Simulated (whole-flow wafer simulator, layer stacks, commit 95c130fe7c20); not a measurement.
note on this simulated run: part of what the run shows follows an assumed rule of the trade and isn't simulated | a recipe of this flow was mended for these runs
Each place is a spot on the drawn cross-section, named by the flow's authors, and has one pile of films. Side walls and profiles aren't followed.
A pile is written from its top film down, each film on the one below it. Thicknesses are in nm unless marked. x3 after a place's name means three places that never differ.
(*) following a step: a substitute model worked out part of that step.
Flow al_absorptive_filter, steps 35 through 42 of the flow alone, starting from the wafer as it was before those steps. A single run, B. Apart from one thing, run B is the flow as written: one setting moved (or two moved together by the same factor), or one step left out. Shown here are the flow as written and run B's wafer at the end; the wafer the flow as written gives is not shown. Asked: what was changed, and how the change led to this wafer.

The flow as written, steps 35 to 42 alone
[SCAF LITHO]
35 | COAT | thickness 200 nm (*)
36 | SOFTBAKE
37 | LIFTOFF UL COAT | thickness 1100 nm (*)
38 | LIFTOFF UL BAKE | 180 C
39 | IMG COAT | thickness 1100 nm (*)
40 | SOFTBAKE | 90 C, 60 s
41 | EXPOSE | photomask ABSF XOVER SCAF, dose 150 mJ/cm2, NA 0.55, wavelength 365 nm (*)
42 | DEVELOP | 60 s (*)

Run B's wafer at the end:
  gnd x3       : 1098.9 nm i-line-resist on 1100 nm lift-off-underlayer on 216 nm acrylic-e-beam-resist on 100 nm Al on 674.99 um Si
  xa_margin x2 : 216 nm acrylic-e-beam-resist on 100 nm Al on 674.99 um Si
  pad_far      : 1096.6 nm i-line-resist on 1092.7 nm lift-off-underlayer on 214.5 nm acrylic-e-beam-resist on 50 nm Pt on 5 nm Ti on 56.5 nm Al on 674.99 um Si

Cause: step 35, COAT: thickness 216 nm was run, whereas the flow has thickness 200 nm.
The wafer itself shows it: gnd x3 has acrylic-e-beam-resist 216, and step 35 as written asks for 200 nm.

Step by step, how the change led to this:
  35 | COAT | thickness 200 nm (*)
      gnd x3, xa_margin x2, idc_field: acrylic-e-beam-resist gains 216 (new film) (it would be, as written: acrylic-e-beam-resist gains 200 (new film))
      pad_far: acrylic-e-beam-resist gains 214.5 (new film) (it would be, as written: acrylic-e-beam-resist gains 198.5 (new film))
      (also at 7 further places)
